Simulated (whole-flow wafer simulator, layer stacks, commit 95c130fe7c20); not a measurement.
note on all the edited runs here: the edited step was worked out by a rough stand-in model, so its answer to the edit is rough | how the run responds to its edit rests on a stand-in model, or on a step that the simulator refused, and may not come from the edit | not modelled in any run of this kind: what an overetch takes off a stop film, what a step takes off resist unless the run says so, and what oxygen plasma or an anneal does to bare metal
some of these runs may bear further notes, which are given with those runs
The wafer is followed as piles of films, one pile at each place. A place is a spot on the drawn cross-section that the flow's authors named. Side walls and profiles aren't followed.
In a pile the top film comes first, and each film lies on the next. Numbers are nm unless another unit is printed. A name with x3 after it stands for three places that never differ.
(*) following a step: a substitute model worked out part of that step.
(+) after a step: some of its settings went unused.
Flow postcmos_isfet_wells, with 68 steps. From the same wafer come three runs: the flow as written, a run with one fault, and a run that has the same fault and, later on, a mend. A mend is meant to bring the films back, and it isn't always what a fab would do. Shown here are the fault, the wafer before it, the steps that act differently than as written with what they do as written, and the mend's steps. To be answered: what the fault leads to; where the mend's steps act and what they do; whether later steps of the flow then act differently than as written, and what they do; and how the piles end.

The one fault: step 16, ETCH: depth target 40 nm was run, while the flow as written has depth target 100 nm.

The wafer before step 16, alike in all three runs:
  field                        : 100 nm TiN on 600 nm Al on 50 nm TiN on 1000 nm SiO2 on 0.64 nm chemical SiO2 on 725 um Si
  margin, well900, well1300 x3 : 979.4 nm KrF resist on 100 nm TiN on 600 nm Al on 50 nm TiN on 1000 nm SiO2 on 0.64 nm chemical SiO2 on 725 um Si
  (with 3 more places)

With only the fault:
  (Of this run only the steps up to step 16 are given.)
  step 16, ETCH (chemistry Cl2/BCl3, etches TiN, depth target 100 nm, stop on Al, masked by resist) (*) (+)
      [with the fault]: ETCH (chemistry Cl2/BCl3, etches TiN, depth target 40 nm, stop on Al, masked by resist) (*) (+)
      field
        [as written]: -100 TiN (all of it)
        [with the fault]: -40 TiN
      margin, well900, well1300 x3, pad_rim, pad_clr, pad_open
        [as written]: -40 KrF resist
        [with the fault]: -16 KrF resist
  After step 16, at field, margin, well900, well1300 x3, pad_rim, pad_clr, pad_open, the piles differ from the flow's by more than 2% or 0.5 nm, whichever is larger.
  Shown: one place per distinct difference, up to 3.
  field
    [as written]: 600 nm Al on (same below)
    [with the fault]: 60 nm TiN on 600 nm Al on (same below)
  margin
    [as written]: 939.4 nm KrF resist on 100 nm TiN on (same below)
    [with the fault]: 963.4 nm KrF resist on 100 nm TiN on (same below)

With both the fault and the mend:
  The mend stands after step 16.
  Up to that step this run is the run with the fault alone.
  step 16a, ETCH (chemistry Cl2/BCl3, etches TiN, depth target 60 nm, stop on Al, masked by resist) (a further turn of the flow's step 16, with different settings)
      margin, well900, well1300 x3, pad_rim, pad_clr, pad_open
        -24 KrF resist
      field
        -60 TiN (all of it)
  None of the later steps of the flow acts differently than as written at any place that is followed.
  The piles end the same as the flow's at every place that both follow.
